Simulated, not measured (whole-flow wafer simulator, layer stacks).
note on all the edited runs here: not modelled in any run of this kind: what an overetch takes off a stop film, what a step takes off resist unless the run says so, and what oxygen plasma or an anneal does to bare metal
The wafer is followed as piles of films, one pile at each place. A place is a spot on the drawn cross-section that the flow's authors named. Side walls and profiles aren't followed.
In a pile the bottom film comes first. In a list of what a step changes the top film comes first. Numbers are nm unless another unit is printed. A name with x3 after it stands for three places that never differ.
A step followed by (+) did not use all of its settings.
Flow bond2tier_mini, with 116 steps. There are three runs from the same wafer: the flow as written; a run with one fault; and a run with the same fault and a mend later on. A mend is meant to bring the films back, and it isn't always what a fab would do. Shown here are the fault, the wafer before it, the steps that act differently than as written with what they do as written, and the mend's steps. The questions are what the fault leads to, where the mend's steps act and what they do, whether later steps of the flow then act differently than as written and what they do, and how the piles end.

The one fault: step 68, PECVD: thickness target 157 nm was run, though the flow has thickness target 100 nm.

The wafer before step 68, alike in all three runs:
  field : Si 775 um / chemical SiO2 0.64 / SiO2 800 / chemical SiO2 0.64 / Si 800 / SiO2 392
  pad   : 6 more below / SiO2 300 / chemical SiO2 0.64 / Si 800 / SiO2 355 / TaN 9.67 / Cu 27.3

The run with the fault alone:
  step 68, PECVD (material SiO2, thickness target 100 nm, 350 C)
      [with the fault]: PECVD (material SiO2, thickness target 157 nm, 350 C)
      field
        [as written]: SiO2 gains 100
        [with the fault]: SiO2 gains 157
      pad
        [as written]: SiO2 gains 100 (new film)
        [with the fault]: SiO2 gains 157 (new film)
  Later steps of the flow acting differently than as written:
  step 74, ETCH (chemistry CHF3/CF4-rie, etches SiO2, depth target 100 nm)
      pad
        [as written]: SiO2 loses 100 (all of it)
        [with the fault]: SiO2 loses 100
  At field, pad, the piles at the end differ from the flow's by more than 2% or 0.5 nm, whichever is larger.
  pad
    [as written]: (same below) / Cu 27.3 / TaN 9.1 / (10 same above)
    [with the fault]: (same below) / Cu 27.3 / SiO2 57 / TaN 9.1 / (10 same above)
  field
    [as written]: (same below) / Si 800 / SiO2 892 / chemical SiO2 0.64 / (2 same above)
    [with the fault]: (same below) / Si 800 / SiO2 949 / chemical SiO2 0.64 / (2 same above)

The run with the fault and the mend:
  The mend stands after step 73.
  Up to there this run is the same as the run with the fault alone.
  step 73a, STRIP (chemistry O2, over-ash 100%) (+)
      field
        KrF resist loses 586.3 (all of it)
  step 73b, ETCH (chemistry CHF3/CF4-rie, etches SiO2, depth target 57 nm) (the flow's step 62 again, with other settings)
      field, pad
        SiO2 loses 57
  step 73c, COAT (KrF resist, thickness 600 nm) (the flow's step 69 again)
      field, pad
        KrF resist gains 600 (new film)
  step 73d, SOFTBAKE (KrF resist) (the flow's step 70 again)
      leaves every film unchanged at each place that is followed
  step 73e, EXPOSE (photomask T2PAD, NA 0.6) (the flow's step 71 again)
      leaves every film unchanged at each place that is followed
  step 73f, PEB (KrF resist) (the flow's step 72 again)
      leaves every film unchanged at each place that is followed
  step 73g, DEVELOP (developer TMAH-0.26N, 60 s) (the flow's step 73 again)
      field
        KrF resist loses 13.7
      pad
        KrF resist loses 600 (all of it)
  Every later step of the flow that is run acts as written at every place that is followed.
  At every place that both follow, the piles at the end match the flow's.
